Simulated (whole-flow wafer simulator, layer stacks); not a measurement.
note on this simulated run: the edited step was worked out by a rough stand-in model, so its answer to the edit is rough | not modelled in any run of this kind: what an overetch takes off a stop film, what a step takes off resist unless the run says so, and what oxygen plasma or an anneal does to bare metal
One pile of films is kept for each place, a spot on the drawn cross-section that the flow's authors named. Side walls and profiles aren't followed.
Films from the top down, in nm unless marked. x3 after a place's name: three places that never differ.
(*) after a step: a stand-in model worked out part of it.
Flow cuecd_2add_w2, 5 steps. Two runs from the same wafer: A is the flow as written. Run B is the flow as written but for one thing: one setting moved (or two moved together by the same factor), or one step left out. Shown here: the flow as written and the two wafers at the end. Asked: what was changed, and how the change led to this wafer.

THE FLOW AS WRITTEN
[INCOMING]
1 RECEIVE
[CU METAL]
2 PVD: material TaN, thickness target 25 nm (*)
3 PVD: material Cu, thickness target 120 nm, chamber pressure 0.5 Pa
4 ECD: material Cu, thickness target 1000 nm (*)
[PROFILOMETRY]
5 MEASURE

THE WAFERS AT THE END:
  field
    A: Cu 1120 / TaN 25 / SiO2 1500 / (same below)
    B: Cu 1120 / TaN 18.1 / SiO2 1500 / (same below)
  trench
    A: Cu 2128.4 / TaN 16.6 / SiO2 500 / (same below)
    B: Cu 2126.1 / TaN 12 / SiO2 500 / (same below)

The cause: step 2, PVD: thickness target 18.1 nm was run, where the flow has thickness target 25 nm.
It can be read off the wafer: field has TaN 18.1, and step 2 as written asks for 25 nm.

How the change led to this, step by step:
  2 PVD: material TaN, thickness target 25 nm (*)
      field: A TaN +25 (new film) | B TaN +18.1 (new film)
      trench: A TaN +16.6 (new film) | B TaN +12 (new film)
